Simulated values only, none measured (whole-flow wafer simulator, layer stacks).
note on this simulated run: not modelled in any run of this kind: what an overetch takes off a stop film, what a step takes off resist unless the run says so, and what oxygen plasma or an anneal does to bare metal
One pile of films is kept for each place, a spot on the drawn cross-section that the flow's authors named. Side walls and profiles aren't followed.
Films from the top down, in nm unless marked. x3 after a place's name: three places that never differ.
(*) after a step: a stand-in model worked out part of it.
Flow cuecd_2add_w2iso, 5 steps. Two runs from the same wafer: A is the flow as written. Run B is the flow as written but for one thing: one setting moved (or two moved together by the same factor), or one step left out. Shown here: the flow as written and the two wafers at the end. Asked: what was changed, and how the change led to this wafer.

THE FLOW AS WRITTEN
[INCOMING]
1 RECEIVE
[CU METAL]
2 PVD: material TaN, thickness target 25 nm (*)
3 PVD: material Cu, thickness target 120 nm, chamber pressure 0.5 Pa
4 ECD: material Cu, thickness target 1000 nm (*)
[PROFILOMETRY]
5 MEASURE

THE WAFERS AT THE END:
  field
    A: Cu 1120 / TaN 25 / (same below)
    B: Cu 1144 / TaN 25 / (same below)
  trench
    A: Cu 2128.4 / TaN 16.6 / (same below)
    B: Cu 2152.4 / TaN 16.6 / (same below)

The cause: step 3, PVD: thickness target 144 nm was run, where the flow has thickness target 120 nm.

How the change led to this, step by step:
  3 PVD: material Cu, thickness target 120 nm, chamber pressure 0.5 Pa
      field: A Cu +120 (new film) | B Cu +144 (new film)
      trench: A Cu +80.8 (new film) | B Cu +96.8 (new film)
